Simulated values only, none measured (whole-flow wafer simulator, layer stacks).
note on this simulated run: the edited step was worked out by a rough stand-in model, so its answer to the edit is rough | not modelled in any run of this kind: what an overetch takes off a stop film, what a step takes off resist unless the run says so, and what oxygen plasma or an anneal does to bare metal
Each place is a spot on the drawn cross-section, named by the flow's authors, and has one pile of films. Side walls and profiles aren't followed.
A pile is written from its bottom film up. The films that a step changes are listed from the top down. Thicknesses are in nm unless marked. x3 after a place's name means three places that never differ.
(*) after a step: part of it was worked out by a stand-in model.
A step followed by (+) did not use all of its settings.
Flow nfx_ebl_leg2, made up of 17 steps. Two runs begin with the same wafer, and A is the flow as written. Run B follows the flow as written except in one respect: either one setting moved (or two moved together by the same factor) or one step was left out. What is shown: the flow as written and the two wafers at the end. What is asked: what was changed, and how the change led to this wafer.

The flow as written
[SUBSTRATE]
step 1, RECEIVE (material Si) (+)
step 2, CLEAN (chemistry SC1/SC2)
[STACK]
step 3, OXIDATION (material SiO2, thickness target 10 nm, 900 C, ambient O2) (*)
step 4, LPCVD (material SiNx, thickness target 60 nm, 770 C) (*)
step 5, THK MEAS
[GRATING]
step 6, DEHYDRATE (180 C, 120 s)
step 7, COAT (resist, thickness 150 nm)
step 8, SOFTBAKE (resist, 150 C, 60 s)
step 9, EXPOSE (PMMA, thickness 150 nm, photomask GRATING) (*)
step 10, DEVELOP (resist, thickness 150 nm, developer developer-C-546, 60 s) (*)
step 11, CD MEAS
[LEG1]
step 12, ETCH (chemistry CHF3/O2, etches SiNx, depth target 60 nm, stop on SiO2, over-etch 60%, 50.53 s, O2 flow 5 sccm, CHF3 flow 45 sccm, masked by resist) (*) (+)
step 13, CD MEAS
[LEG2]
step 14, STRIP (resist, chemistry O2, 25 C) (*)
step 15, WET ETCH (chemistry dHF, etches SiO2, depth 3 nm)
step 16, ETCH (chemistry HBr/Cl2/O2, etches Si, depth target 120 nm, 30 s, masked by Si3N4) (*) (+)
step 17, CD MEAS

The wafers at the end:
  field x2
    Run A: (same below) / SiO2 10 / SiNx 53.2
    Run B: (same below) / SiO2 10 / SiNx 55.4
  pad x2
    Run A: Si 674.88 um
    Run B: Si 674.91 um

Cause: step 16, ETCH: depth target 81 nm was run, while the flow as written has depth target 120 nm; step 16, ETCH: 20.2 s was run, where the flow has 30 s.

The path from the change to this, step by step:
  step 16, ETCH (chemistry HBr/Cl2/O2, etches Si, depth target 120 nm, 30 s, masked by Si3N4) (*) (+)
      field x2: A -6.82 SiNx | B -4.59 SiNx
      pad x2: A -120 Si | B -81 Si
